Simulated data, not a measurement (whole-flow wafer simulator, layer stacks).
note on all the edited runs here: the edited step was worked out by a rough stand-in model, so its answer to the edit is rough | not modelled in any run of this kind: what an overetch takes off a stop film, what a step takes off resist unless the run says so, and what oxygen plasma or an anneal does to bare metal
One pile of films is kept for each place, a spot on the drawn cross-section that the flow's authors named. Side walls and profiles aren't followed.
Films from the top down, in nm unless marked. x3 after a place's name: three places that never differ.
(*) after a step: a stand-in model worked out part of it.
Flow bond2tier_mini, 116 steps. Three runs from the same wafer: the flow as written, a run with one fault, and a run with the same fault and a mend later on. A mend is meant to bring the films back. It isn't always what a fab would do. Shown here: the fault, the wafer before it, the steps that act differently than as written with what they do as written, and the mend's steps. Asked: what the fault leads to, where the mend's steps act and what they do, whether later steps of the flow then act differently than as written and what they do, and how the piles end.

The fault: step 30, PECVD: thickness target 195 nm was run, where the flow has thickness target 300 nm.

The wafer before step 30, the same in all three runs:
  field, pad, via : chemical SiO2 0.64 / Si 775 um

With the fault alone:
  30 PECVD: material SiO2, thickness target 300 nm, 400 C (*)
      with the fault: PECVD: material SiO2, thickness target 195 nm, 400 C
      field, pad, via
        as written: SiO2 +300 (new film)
        with the fault: SiO2 +195 (new film)
  No later step of the flow acts differently than as written at any place that is followed.
  At the end the piles differ from the flow's by more than 2% or 0.5 nm, whichever is larger, at field, pad.
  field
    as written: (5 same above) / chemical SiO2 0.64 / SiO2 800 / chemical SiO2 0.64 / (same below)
    with the fault: (5 same above) / chemical SiO2 0.64 / SiO2 695 / chemical SiO2 0.64 / (same below)
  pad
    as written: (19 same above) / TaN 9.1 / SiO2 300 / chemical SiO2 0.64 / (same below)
    with the fault: (19 same above) / TaN 9.1 / SiO2 195 / chemical SiO2 0.64 / (same below)

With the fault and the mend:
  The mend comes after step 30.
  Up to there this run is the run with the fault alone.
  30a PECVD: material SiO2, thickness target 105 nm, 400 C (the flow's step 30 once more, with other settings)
      field, pad, via
        SiO2 +105
  No later step of the flow acts differently than as written at any place that is followed.
  At the end the piles are the same as the flow's at every place that both follow.
